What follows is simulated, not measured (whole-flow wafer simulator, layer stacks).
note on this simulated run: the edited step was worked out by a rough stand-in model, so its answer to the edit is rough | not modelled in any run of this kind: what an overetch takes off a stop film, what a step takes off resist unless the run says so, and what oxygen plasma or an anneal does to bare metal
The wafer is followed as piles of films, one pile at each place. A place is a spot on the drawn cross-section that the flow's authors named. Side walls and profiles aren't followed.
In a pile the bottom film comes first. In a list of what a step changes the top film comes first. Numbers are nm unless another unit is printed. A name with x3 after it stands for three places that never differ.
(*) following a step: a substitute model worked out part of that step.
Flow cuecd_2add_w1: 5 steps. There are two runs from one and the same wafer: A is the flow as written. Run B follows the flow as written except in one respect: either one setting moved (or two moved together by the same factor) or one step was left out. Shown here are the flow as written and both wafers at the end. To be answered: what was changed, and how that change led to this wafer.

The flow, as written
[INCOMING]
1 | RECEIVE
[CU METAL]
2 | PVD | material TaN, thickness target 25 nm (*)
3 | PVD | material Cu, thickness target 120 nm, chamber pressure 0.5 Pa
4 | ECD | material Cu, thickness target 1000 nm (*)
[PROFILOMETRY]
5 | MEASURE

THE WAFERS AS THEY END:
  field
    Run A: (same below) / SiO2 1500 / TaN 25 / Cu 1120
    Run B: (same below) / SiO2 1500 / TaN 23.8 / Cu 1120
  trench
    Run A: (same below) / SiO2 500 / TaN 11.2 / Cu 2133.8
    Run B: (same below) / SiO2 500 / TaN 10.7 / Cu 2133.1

What caused this: step 2, PVD: thickness target 23.8 nm was run, though the flow has thickness target 25 nm.
One can read it off the wafer: field has TaN 23.8, and step 2 as written asks for 25 nm.

Step by step, how the change led to this:
  2 | PVD | material TaN, thickness target 25 nm (*)
      field: A +25 TaN (new film) | B +23.8 TaN (new film)
